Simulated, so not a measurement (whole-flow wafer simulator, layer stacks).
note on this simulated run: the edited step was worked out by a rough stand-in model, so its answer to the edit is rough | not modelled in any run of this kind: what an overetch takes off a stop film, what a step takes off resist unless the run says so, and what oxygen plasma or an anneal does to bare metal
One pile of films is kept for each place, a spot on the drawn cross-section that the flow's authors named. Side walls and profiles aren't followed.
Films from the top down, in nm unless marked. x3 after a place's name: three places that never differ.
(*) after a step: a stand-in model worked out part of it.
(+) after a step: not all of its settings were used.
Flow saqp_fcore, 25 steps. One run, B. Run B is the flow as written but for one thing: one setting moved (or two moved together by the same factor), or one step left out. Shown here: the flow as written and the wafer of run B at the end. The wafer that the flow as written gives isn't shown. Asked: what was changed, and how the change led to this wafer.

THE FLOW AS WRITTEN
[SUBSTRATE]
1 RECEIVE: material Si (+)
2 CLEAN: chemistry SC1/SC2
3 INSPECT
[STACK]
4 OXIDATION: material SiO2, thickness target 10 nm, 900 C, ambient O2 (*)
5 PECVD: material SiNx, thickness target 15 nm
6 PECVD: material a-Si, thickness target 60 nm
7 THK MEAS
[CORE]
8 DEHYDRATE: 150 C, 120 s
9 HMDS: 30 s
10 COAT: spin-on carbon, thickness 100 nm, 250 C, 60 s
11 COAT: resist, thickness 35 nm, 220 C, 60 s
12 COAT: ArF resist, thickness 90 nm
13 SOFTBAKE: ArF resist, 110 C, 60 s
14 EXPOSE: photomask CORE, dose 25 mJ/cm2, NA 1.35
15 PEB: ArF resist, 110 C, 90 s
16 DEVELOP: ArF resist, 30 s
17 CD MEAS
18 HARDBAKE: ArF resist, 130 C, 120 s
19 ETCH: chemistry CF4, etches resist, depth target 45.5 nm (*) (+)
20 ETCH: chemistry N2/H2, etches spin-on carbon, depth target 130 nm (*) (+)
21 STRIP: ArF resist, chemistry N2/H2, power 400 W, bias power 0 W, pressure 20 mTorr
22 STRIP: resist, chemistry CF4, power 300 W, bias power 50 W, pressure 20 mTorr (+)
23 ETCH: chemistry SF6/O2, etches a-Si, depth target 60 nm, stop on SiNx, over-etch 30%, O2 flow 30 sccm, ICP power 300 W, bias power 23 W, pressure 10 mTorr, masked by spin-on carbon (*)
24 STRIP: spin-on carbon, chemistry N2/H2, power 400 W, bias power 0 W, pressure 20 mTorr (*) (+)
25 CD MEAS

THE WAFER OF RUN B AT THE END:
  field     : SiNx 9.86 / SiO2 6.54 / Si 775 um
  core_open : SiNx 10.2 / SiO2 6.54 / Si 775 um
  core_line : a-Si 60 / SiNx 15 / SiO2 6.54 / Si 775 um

The cause: step 4, OXIDATION: 855 C was run, where the flow has 900 C.

How the change led to this, step by step:
  4 OXIDATION: material SiO2, thickness target 10 nm, 900 C, ambient O2 (*)
      field, core_open, core_line: SiO2 +6.54 (new film), chemical SiO2 -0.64 (all of it), Si -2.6 (as written it would be: SiO2 +10 (new film), chemical SiO2 -0.64 (all of it), Si -4.12)
